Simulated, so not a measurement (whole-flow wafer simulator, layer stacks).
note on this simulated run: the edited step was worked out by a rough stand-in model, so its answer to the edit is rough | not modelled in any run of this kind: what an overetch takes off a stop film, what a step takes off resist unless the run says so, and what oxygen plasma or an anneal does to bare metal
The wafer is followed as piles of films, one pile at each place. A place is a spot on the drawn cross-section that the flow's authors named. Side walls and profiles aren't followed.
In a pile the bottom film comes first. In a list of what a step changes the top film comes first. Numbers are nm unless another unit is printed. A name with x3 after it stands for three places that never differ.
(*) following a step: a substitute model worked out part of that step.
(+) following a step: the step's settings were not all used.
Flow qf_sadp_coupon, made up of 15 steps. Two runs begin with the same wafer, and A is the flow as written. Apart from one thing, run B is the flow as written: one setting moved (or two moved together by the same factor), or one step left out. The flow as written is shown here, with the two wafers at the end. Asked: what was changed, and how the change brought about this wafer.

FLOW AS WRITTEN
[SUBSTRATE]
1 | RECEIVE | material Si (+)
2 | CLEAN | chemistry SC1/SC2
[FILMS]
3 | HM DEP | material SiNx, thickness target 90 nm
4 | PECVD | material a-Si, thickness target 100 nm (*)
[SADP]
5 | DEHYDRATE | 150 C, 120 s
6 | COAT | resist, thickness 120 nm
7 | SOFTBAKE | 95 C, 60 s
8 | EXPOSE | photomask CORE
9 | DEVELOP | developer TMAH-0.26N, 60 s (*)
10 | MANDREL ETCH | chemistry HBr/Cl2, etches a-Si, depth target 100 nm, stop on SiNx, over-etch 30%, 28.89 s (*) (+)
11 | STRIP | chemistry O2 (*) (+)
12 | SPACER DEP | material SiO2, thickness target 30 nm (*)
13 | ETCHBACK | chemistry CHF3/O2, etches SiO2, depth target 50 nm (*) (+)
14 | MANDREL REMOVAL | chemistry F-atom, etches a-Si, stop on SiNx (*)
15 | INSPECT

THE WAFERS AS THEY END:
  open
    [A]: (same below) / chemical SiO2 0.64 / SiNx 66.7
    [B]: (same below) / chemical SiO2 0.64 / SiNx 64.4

The reason: step 10, MANDREL ETCH: over-etch 45.7% was run, though the flow has over-etch 30%.

Step by step, how the change led to this:
  10 | MANDREL ETCH | chemistry HBr/Cl2, etches a-Si, depth target 100 nm, stop on SiNx, over-etch 30%, 28.89 s (*) (+)
      m: A resist loses 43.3 | B resist loses 48.6
      open: A a-Si loses 100 (all of it), SiNx loses 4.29 | B a-Si loses 100 (all of it), SiNx loses 6.53
  11 | STRIP | chemistry O2 (*) (+)
      m: A chemical SiO2 gains 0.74 (new film), resist loses 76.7 (all of it), a-Si loses 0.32 | B chemical SiO2 gains 0.74 (new film), resist loses 71.4 (all of it), a-Si loses 0.33
